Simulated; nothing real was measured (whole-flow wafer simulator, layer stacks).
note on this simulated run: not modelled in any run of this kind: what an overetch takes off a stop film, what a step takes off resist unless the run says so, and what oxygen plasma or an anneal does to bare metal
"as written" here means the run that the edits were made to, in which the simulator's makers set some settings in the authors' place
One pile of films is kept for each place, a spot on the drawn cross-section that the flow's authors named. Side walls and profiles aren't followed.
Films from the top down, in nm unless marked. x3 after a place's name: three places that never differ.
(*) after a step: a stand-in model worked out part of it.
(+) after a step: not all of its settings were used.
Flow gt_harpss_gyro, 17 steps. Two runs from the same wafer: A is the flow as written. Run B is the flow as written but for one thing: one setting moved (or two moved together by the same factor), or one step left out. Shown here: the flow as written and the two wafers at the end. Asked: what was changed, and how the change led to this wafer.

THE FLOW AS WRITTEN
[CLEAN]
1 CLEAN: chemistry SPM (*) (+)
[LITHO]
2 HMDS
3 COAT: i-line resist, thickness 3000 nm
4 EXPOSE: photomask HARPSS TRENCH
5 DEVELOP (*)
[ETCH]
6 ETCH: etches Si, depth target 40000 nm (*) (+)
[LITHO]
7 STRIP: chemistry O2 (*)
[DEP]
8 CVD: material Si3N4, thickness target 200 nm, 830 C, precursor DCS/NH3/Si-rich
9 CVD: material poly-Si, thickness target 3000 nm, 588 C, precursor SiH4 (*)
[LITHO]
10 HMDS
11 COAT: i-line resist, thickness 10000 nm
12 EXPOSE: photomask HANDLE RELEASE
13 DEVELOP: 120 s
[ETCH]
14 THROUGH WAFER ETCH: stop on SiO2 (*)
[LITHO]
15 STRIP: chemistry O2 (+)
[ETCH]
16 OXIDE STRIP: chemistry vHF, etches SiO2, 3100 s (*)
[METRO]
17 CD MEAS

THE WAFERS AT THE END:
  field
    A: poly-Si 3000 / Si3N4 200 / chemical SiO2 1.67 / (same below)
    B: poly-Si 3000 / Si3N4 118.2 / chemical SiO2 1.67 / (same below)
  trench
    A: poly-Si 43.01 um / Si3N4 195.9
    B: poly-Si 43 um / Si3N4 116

The cause: step 8, CVD: thickness target 118.2 nm was run, where the flow has thickness target 200 nm.
It can be read off the wafer: field has Si3N4 118.2, and step 8 as written asks for 200 nm.

How the change led to this, step by step:
  8 CVD: material Si3N4, thickness target 200 nm, 830 C, precursor DCS/NH3/Si-rich
      field: A Si3N4 +200 (new film) | B Si3N4 +118.2 (new film)
      trench: A Si3N4 +195.9 (new film) | B Si3N4 +116 (new film)
  9 CVD: material poly-Si, thickness target 3000 nm, 588 C, precursor SiH4 (*)
      trench: A poly-Si +43.01 um (new film) | B poly-Si +43 um (new film)
